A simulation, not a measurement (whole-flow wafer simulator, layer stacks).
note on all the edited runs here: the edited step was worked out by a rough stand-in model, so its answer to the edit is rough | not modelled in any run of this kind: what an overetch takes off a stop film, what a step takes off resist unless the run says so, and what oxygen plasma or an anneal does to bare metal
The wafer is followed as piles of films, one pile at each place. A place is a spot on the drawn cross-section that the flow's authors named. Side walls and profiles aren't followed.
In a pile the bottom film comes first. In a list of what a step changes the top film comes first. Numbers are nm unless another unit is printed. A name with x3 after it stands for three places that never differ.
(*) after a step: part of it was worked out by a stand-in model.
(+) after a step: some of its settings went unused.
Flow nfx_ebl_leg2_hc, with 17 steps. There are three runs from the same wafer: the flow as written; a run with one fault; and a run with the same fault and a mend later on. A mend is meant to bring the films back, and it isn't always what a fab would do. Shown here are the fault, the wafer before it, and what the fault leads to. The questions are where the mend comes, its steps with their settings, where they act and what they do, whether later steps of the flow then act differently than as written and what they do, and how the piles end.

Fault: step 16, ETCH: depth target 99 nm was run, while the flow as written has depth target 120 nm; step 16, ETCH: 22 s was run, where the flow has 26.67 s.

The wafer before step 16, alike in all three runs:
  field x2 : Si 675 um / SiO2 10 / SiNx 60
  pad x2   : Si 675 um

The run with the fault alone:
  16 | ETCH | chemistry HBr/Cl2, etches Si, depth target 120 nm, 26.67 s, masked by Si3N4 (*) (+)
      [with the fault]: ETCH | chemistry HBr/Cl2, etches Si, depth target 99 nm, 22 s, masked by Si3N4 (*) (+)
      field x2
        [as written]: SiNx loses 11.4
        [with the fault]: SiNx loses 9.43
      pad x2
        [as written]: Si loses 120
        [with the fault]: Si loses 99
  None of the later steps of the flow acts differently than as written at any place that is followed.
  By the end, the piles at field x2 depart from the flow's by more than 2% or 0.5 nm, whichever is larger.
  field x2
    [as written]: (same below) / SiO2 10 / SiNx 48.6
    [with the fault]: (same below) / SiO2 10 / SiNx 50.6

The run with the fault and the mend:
  The mend stands after step 17.
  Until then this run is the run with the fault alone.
  17a | ETCH | chemistry HBr/Cl2, etches Si, depth target 21 nm, 4.667 s, masked by Si3N4 (*) (+) (the flow's step 16, run once more with other settings)
      field x2
        SiNx loses 2
      pad x2
        Si loses 21
  None of the later steps of the flow acts differently than as written at any place that is followed.
  By the end, the piles equal the flow's at every place that both follow.
